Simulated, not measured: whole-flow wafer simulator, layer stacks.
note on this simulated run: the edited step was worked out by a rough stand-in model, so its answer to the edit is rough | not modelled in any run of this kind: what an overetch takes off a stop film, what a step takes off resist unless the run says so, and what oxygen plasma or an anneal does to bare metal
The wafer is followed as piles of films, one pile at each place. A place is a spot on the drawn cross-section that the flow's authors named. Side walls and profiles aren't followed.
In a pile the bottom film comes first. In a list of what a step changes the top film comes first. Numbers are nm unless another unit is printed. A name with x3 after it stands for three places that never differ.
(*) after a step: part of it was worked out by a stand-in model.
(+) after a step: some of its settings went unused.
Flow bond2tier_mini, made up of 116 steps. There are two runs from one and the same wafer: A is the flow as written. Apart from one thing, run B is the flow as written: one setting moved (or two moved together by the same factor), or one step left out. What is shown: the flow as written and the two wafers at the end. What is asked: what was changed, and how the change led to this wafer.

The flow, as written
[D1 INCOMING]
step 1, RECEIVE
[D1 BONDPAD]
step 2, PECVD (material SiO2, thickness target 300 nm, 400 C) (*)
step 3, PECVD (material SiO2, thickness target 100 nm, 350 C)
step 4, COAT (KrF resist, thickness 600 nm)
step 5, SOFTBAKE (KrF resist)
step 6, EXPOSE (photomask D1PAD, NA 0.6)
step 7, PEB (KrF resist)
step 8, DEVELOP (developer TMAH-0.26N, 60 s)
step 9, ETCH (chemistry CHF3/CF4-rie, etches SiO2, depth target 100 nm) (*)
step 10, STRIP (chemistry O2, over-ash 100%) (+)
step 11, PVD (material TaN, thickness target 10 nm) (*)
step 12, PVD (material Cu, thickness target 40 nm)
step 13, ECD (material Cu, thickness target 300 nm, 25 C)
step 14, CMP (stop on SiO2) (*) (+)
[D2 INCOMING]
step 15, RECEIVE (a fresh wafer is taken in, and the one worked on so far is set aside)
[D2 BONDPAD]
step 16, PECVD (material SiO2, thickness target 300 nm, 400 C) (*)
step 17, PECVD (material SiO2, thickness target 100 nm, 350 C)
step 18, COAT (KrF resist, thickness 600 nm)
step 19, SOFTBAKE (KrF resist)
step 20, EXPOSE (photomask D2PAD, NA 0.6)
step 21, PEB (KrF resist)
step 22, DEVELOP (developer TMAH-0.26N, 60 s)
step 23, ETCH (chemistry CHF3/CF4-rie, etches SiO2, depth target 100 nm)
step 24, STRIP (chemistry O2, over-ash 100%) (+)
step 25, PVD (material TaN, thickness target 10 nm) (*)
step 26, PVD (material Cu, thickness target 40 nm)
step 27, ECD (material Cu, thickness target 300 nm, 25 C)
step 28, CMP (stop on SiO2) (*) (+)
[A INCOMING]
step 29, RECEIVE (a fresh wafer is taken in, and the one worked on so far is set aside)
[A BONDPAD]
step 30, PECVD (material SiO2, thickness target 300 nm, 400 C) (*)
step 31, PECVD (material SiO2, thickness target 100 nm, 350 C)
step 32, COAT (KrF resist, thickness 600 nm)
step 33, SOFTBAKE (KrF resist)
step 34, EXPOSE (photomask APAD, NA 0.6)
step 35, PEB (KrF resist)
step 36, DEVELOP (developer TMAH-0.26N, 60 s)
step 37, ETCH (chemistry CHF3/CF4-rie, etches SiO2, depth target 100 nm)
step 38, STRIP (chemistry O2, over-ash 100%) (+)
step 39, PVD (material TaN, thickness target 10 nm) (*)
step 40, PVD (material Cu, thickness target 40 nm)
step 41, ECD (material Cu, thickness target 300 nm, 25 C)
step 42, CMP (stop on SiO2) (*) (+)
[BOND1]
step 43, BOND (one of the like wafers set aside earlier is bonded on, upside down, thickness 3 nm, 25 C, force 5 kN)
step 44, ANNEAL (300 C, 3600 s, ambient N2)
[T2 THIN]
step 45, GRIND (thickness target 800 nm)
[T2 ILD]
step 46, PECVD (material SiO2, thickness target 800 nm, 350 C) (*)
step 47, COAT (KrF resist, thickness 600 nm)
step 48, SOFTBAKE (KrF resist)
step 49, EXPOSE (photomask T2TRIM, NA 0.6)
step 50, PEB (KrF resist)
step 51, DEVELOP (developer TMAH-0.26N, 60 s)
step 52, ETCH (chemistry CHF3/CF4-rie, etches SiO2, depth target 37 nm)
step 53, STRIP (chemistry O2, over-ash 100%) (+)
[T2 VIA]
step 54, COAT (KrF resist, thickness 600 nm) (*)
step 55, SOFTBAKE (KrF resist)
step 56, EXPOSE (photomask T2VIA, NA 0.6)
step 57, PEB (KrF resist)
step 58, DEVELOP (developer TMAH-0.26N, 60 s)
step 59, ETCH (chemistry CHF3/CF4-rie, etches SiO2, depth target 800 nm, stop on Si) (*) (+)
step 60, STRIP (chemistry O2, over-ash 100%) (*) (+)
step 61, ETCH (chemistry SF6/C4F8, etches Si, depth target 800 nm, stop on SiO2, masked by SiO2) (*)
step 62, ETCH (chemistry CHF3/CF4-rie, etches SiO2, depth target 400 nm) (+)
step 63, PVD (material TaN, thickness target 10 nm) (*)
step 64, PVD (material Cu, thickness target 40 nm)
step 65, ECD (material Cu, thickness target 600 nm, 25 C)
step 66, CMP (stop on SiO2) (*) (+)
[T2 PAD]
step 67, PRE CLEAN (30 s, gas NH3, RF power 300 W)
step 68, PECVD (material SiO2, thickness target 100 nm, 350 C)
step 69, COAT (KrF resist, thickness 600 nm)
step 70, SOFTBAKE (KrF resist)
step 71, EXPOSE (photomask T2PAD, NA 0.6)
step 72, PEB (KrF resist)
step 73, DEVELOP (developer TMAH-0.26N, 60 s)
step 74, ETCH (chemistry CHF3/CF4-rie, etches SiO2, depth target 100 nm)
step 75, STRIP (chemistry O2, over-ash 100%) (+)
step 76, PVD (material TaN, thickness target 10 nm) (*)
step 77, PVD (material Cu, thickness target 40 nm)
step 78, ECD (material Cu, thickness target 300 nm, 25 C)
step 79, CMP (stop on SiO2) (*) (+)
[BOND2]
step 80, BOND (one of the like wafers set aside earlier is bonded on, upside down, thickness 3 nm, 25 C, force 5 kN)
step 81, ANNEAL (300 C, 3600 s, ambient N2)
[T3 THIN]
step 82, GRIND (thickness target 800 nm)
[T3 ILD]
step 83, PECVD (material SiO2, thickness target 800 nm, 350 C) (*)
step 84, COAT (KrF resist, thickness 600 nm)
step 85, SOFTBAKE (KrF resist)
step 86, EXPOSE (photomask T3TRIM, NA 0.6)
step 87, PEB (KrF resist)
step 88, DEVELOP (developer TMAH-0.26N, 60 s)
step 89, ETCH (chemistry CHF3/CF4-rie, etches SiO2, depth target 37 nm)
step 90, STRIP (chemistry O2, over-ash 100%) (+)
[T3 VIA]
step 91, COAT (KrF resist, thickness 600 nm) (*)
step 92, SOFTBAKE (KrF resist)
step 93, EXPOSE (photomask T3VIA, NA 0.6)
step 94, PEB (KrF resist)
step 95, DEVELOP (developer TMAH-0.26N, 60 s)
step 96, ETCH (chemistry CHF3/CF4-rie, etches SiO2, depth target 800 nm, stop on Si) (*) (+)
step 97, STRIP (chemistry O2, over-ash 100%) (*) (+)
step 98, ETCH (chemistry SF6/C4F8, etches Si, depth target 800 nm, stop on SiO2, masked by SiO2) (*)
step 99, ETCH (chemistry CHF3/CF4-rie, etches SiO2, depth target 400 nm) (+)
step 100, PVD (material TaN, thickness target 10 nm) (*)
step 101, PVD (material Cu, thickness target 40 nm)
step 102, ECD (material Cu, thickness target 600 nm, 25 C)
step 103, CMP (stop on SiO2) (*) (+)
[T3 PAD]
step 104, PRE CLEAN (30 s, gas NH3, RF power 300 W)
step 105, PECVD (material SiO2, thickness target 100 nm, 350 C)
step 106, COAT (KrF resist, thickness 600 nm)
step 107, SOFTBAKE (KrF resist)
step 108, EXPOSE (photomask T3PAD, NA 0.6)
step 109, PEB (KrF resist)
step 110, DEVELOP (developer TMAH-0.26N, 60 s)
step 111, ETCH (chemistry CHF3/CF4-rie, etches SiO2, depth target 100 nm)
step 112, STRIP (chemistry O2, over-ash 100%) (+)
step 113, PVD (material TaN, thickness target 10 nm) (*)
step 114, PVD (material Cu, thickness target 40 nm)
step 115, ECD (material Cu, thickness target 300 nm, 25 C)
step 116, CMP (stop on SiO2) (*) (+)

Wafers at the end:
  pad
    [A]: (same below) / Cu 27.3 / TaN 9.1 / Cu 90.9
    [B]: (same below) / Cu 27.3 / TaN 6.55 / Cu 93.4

Cause: step 113, PVD: thickness target 7.2 nm was run, though the flow has thickness target 10 nm.

The path from the change to this, step by step:
  step 113, PVD (material TaN, thickness target 10 nm) (*)
      field: A TaN gains 10 (new film) | B TaN gains 7.2 (new film)
      pad: A TaN gains 9.1 (new film) | B TaN gains 6.55 (new film)
  step 116, CMP (stop on SiO2) (*) (+)
      field: A Cu loses 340 (all of it), TaN loses 10 (all of it) | B Cu loses 340 (all of it), TaN loses 7.2 (all of it)
